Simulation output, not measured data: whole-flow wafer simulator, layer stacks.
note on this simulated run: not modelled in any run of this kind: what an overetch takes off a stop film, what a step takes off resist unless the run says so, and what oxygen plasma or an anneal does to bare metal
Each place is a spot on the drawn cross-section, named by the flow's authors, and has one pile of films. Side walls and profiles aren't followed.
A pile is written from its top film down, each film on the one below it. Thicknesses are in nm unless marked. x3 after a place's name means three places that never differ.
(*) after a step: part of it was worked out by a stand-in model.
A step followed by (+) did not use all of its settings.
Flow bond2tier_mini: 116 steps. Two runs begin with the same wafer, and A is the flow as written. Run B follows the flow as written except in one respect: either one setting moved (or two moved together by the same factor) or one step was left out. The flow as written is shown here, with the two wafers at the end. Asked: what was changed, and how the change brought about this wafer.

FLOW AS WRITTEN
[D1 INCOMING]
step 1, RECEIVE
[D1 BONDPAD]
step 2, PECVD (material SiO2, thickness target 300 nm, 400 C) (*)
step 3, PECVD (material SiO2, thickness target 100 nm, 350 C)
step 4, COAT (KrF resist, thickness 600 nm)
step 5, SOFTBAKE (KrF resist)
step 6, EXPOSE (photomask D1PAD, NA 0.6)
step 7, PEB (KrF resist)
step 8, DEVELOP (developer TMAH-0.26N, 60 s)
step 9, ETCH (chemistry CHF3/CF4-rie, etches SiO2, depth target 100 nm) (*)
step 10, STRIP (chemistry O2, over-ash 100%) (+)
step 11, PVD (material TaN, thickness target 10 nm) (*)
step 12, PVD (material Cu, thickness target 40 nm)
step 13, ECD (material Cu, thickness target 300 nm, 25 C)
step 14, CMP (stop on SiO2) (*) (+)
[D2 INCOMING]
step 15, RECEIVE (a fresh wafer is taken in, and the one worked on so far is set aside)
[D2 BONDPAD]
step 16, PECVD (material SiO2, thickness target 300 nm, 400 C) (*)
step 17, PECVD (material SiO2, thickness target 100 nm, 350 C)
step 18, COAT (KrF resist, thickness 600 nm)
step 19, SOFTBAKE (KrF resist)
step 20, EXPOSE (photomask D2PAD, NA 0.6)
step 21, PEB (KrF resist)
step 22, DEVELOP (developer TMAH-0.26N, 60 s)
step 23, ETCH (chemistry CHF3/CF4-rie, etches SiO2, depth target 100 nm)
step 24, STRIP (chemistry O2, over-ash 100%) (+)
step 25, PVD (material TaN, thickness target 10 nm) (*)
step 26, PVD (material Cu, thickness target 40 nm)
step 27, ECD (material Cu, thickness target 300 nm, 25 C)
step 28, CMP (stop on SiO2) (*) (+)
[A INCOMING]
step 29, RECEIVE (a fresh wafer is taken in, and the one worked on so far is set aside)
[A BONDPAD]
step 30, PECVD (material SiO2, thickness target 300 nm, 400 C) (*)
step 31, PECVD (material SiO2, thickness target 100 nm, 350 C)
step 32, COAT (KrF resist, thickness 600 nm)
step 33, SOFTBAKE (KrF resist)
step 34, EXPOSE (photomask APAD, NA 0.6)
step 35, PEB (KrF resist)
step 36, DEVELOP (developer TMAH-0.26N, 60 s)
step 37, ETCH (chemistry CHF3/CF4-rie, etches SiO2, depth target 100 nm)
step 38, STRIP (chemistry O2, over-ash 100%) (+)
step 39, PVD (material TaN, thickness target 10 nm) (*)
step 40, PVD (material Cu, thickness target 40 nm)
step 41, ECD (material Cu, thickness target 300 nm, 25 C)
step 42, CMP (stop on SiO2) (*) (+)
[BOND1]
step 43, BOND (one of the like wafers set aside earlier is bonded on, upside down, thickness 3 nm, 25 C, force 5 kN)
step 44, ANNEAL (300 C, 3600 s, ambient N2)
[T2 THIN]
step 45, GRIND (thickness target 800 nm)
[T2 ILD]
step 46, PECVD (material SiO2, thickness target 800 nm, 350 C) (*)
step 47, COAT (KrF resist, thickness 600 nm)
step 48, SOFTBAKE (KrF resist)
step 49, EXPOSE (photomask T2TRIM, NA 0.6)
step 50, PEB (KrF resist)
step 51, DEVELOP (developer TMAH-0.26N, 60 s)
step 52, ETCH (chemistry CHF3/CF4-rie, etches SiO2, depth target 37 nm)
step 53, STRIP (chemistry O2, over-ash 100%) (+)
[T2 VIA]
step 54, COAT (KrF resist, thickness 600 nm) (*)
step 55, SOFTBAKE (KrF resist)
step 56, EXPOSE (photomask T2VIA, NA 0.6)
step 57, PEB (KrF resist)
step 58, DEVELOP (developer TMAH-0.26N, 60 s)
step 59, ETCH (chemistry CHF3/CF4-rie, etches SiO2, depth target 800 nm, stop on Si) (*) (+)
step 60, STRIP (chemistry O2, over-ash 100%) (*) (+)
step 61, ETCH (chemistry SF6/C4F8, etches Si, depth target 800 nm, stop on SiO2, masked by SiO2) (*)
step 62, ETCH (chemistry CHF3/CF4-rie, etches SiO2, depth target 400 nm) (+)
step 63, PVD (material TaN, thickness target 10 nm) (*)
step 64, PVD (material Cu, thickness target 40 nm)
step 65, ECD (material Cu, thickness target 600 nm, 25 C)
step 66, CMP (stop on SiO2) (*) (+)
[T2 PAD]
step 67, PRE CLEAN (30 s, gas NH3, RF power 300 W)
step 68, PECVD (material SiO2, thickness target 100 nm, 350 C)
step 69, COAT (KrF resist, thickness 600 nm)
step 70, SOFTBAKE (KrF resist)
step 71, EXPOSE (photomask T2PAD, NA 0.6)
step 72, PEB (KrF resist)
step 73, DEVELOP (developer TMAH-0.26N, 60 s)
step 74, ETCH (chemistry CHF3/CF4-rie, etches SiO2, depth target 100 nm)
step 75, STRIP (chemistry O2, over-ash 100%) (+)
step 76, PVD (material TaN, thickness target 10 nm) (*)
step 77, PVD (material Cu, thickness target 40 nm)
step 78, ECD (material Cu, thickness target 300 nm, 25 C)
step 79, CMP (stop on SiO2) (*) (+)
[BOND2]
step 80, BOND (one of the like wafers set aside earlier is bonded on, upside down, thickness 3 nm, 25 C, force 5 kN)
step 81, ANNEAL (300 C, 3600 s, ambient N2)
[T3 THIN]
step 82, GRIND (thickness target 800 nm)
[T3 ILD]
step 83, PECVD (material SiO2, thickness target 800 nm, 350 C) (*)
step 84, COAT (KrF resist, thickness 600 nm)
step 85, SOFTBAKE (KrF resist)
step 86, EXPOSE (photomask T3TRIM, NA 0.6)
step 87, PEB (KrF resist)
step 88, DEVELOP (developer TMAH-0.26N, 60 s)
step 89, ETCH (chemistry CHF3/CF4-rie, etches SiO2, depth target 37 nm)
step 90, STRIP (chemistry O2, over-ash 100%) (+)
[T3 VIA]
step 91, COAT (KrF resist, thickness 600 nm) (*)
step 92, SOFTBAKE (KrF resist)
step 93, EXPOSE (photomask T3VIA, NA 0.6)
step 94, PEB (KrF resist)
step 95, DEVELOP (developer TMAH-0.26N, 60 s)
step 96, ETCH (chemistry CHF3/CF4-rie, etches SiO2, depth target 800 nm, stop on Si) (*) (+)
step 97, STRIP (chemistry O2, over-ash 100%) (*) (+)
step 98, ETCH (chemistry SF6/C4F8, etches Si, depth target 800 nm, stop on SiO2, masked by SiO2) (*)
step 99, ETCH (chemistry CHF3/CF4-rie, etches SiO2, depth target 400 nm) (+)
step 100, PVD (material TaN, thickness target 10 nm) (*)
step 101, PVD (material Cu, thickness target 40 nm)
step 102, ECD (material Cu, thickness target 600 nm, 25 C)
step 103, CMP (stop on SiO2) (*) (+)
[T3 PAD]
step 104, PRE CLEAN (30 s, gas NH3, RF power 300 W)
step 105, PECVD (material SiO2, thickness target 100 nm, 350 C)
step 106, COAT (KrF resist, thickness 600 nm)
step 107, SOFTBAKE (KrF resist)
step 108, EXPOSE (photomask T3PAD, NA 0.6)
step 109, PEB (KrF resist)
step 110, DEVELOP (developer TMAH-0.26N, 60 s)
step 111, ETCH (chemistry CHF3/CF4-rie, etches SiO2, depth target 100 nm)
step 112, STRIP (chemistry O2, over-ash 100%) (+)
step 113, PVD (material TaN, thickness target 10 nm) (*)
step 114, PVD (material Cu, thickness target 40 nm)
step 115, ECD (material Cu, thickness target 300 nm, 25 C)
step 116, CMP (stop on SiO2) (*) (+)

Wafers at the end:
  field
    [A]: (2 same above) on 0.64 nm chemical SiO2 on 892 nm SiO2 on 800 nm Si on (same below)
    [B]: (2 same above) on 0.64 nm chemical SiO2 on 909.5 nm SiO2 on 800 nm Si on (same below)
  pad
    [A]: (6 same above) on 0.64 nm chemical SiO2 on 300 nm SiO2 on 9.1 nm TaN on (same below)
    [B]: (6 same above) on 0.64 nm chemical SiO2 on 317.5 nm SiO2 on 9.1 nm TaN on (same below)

The reason: step 17, PECVD: thickness target 117.5 nm was run, though the flow has thickness target 100 nm.

Step by step, how the change led to this:
  step 17, PECVD (material SiO2, thickness target 100 nm, 350 C)
      field, pad, via: A +100 SiO2 | B +117.5 SiO2
  step 80, BOND (one of the like wafers set aside earlier is bonded on, upside down, thickness 3 nm, 25 C, force 5 kN)
      field: A +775 um Si (new film), +0.64 chemical SiO2 (new film), +400 SiO2 | B +775 um Si (new film), +0.64 chemical SiO2 (new film), +417.5 SiO2
      pad: A +775 um Si (new film), +0.64 chemical SiO2 (new film), +300 SiO2 (new film), +9.1 TaN (new film), +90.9 Cu | B +775 um Si (new film), +0.64 chemical SiO2 (new film), +317.5 SiO2 (new film), +9.1 TaN (new film), +90.9 Cu
